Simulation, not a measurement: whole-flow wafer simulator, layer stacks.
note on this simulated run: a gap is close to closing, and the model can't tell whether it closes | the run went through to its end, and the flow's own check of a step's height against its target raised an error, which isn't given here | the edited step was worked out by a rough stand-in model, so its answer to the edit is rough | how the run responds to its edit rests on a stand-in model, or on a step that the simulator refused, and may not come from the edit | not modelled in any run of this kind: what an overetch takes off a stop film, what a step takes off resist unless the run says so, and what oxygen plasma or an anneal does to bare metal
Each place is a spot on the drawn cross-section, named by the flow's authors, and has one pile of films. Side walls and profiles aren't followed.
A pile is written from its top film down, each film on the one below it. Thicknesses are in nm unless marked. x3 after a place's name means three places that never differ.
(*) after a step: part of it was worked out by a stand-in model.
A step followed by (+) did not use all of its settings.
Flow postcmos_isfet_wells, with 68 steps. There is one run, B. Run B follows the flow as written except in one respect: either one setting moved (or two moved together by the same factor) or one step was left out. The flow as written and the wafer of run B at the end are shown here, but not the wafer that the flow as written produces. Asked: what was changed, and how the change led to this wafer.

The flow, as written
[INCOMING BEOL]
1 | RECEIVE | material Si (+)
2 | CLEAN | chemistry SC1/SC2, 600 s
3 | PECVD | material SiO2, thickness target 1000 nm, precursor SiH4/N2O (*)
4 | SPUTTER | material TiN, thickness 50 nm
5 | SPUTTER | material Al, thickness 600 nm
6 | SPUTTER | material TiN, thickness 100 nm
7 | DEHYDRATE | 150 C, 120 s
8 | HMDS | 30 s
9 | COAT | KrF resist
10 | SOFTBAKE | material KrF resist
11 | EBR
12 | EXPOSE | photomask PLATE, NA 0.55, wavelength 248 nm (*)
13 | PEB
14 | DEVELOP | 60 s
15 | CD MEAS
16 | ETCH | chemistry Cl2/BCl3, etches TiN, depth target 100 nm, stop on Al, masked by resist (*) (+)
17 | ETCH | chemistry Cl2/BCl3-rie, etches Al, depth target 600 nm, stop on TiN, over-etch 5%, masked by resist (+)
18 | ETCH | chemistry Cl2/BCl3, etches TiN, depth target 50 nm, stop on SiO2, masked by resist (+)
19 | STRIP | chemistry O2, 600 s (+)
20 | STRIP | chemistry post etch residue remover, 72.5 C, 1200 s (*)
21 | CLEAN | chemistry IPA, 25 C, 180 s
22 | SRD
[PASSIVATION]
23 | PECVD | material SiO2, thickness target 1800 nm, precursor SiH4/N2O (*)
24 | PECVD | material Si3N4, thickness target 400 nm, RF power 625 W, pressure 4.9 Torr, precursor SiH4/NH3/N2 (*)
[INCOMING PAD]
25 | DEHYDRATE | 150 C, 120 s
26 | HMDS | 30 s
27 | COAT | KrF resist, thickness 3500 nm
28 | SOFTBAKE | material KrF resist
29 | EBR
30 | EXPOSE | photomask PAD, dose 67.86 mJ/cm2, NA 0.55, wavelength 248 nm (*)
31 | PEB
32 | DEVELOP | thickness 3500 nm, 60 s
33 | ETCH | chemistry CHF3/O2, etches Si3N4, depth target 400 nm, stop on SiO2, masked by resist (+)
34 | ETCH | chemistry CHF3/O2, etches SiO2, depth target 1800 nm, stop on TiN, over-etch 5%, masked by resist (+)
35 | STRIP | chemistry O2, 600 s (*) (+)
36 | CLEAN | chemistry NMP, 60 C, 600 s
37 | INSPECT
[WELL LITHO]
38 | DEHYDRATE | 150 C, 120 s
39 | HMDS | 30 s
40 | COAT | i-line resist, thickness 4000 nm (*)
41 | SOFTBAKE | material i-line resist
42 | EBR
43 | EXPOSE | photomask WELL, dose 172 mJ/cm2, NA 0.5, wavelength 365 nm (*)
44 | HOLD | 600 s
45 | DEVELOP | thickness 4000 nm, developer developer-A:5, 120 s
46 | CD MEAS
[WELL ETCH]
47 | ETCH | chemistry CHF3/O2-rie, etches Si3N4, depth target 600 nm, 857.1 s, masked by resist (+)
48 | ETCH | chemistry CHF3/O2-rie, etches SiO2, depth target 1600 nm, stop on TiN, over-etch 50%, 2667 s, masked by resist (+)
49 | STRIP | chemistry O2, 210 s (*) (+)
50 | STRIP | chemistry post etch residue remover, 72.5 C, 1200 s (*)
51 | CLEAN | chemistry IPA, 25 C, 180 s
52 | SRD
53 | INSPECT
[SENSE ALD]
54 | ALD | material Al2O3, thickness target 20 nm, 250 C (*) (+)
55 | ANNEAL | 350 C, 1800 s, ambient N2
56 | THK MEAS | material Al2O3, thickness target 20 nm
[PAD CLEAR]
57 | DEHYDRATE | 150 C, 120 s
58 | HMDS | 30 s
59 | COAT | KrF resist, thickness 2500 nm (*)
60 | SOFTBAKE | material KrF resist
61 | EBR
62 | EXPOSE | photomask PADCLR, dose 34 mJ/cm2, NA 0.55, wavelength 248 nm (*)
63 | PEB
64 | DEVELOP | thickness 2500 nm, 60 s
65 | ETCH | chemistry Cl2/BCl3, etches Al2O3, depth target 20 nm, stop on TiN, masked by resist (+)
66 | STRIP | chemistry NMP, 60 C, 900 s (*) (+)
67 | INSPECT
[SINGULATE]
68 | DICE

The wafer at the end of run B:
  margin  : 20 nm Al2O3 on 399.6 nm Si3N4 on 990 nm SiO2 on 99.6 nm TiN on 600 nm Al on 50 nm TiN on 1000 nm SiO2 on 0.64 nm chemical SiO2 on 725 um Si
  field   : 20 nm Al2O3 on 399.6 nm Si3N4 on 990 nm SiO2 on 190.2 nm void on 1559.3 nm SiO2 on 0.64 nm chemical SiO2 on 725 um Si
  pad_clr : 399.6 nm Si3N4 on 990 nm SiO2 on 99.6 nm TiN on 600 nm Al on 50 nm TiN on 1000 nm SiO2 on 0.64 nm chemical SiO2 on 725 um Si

The reason: step 23, PECVD: thickness target 990 nm was run, though the flow has thickness target 1800 nm.
One can read it off the wafer: margin has SiO2 990, and step 23 as written asks for 1800 nm.

The path from the change to this, step by step:
  23 | PECVD | material SiO2, thickness target 1800 nm, precursor SiH4/N2O (*)
      margin, well900, well1300 x3, pad_rim, pad_clr, pad_open: SiO2 gains 990 (new film) (in the flow as written it would be: SiO2 gains 1800 (new film))
      field: SiO2 gains 990 (new film), void gains 190.2 (new film), SiO2 gains 559.3 (in the flow as written it would be: SiO2 gains 1800 (new film), void gains 189.9 (new film), SiO2 gains 559.7)
  34 | ETCH | chemistry CHF3/O2, etches SiO2, depth target 1800 nm, stop on TiN, over-etch 5%, masked by resist (+)
      field, margin, well900, well1300 x3, pad_rim, pad_clr: KrF resist loses 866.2 (in the flow as written it would be: KrF resist loses 1500)
      pad_open: SiO2 loses 990 (all of it) (in the flow as written it would be: SiO2 loses 1800 (all of it))
  35 | STRIP | chemistry O2, 600 s (*) (+)
      field, margin, well900, well1300 x3, pad_rim, pad_clr: KrF resist loses 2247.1 (all of it) (in the flow as written it would be: KrF resist loses 1613.3 (all of it))
  40 | COAT | i-line resist, thickness 4000 nm (*)
      pad_clr: i-line resist gains 3515.7 (new film) (in the flow as written it would be: i-line resist gains 3256.8 (new film))
      pad_open: i-line resist gains 4512.3 (new film) (in the flow as written it would be: i-line resist gains 4804.7 (new film))
  41 | SOFTBAKE | material i-line resist
      pad_clr: i-line resist loses 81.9 (in the flow as written it would be: i-line resist loses 156.7)
      pad_open: i-line resist gains 76.9 (in the flow as written it would be: i-line resist gains 115.3)
  48 | ETCH | chemistry CHF3/O2-rie, etches SiO2, depth target 1600 nm, stop on TiN, over-etch 50%, 2667 s, masked by resist (+)
      well900, well1300 x3: SiO2 loses 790 (all of it) (in the flow as written it would be: SiO2 loses 1600 (all of it))
  49 | STRIP | chemistry O2, 210 s (*) (+)
      pad_clr: i-line resist loses 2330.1 (all of it) (in the flow as written it would be: i-line resist loses 1996.5 (all of it))
      pad_open: i-line resist loses 3485.5 (all of it) (in the flow as written it would be: i-line resist loses 3816.3 (all of it))
  59 | COAT | KrF resist, thickness 2500 nm (*)
      field: KrF resist gains 1835.9 (new film) (in the flow as written it would be: KrF resist gains 1449 (new film))
      margin: KrF resist gains 1835.9 (new film) (in the flow as written it would be: KrF resist gains 1448.9 (new film))
      (and at 3 other places as well)
  60 | SOFTBAKE | material KrF resist
      pad_clr: KrF resist loses 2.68 (in the flow as written it would be: KrF resist loses 3.77)
  63 | PEB
      field, margin: KrF resist loses 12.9 (in the flow as written it would be: KrF resist loses 10.1)
      pad_rim: KrF resist loses 15.3 (in the flow as written it would be: KrF resist loses 13.9)
      (and at 2 other places as well)
  64 | DEVELOP | thickness 2500 nm, 60 s
      pad_clr: KrF resist loses 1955 (all of it) (in the flow as written it would be: KrF resist loses 1676 (all of it))
      pad_open: KrF resist loses 2839.4 (all of it) (in the flow as written it would be: KrF resist loses 3045.1 (all of it))
  66 | STRIP | chemistry NMP, 60 C, 900 s (*) (+)
      field, margin: KrF resist loses 1784.3 (all of it) (in the flow as written it would be: KrF resist loses 1400.1 (all of it))
      pad_rim: KrF resist loses 2110 (all of it) (in the flow as written it would be: KrF resist loses 1923.7 (all of it))
